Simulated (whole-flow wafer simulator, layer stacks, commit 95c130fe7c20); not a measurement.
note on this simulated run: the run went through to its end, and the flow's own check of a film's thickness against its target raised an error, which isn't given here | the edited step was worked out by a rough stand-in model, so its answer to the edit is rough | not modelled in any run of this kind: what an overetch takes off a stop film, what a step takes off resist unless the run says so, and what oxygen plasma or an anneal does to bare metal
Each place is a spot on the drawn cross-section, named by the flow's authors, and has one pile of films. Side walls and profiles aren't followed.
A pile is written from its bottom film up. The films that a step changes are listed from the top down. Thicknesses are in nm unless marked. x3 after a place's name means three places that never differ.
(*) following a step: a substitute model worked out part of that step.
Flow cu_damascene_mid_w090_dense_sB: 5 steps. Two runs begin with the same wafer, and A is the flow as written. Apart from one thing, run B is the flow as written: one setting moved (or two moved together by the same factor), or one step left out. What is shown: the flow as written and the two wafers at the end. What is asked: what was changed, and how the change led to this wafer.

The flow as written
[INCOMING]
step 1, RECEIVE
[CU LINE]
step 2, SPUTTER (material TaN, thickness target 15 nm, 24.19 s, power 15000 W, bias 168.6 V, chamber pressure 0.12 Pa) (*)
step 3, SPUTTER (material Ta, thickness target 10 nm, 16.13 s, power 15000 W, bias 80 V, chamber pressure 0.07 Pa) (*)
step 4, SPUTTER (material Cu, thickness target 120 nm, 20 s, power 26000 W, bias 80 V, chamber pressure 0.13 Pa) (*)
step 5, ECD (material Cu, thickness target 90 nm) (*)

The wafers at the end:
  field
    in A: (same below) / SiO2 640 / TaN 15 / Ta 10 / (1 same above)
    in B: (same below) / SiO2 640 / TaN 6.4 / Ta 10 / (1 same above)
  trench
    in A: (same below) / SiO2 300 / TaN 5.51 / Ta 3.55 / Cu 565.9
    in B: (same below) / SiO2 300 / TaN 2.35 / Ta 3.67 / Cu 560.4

The reason: step 2, SPUTTER: thickness target 6.4 nm was run, while the flow as written has thickness target 15 nm; step 2, SPUTTER: 10.28 s was run, where the flow has 24.19 s.
The wafer itself shows it: field has TaN 6.4, and step 2 as written asks for 15 nm.

Step by step, how the change led to this:
  step 2, SPUTTER (material TaN, thickness target 15 nm, 24.19 s, power 15000 W, bias 168.6 V, chamber pressure 0.12 Pa) (*)
      field: A TaN gains 15 (new film) | B TaN gains 6.4 (new film)
      trench: A TaN gains 5.51 (new film) | B TaN gains 2.35 (new film)
  step 4, SPUTTER (material Cu, thickness target 120 nm, 20 s, power 26000 W, bias 80 V, chamber pressure 0.13 Pa) (*)
      trench: A Cu gains 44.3 (new film) | B Cu gains 45.8 (new film)
